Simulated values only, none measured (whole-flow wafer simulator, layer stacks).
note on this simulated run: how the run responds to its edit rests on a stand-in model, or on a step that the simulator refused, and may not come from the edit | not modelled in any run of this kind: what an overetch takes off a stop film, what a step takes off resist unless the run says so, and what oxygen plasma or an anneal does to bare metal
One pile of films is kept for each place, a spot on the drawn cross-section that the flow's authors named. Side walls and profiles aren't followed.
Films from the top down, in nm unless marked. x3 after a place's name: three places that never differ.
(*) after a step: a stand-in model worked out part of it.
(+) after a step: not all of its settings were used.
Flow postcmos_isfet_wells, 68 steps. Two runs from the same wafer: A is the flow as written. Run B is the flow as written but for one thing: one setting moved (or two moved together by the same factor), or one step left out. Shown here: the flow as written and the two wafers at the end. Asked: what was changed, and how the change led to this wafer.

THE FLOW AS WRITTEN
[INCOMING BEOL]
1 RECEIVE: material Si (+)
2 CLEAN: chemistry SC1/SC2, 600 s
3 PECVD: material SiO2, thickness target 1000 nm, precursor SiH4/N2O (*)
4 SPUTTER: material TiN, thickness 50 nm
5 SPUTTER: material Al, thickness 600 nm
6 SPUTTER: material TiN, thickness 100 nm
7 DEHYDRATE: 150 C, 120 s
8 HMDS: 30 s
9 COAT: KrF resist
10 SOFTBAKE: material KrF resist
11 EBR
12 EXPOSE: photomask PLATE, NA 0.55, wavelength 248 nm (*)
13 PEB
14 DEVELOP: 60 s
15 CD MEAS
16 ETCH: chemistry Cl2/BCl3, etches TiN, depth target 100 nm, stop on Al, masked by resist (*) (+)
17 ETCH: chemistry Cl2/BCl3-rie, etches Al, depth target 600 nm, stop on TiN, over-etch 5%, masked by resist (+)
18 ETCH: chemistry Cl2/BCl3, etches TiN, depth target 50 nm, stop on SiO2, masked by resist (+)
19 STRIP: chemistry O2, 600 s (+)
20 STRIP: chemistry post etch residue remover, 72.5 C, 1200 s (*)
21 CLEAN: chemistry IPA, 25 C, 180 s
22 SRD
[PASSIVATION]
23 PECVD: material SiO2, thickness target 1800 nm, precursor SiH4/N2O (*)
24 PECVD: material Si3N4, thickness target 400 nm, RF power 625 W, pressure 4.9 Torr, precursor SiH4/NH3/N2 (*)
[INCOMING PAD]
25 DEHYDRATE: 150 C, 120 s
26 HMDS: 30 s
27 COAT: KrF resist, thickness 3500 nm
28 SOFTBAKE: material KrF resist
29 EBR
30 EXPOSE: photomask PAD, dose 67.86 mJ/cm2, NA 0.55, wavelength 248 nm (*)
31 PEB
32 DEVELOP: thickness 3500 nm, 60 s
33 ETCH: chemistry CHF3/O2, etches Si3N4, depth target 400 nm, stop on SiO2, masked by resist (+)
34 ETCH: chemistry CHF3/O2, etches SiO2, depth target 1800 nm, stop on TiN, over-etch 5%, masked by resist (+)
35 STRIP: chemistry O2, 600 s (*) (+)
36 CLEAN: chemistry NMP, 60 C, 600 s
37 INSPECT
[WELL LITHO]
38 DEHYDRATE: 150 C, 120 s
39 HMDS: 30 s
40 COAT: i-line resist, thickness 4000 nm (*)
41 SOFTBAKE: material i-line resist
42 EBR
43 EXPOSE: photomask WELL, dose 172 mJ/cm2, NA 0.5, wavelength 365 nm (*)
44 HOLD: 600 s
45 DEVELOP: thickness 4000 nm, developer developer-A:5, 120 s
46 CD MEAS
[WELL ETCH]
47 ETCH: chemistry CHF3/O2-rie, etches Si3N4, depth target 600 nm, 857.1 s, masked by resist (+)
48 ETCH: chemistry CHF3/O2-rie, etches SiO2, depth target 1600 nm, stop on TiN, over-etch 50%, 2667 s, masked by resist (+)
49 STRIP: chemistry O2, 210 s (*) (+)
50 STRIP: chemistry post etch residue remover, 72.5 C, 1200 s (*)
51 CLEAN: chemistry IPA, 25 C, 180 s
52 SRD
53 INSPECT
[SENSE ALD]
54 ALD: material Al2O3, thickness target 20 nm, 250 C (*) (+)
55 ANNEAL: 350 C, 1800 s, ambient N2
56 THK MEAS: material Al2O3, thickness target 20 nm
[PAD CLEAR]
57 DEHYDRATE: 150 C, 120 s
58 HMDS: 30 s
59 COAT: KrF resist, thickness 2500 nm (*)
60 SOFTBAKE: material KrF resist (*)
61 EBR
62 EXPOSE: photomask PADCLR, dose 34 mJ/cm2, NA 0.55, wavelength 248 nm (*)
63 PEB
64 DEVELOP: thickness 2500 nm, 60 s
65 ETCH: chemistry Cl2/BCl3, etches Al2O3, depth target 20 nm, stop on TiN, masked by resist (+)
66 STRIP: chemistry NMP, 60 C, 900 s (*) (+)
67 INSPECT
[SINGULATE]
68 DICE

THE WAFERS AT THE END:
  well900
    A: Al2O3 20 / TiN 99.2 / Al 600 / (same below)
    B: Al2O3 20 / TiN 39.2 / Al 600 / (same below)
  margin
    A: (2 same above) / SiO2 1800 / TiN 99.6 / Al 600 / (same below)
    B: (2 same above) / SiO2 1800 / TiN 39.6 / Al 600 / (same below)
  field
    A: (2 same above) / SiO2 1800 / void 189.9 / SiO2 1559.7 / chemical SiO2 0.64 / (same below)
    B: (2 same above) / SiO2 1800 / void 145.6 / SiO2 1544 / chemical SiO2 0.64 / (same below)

The cause: step 6, SPUTTER: thickness 40 nm was run, where the flow has thickness 100 nm.

How the change led to this, step by step:
  6 SPUTTER: material TiN, thickness 100 nm
      field, margin, well900 and 6 more: A TiN +100 (new film) | B TiN +40 (new film)
  16 ETCH: chemistry Cl2/BCl3, etches TiN, depth target 100 nm, stop on Al, masked by resist (*) (+)
      margin, well900, well1300, well2000, well3000, pad_rim, pad_clr, pad_open: A KrF resist -40 | B KrF resist -24
      field: A TiN -100 (all of it) | B TiN -40 (all of it)
  19 STRIP: chemistry O2, 600 s (+)
      margin, well900, well1300, well2000, well3000, pad_rim, pad_clr, pad_open: A KrF resist -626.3 (all of it) | B KrF resist -642.3 (all of it)
  23 PECVD: material SiO2, thickness target 1800 nm, precursor SiH4/N2O (*)
      field: A SiO2 +1800 (new film), void +189.9 (new film), SiO2 +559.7 | B SiO2 +1800 (new film), void +145.6 (new film), SiO2 +544
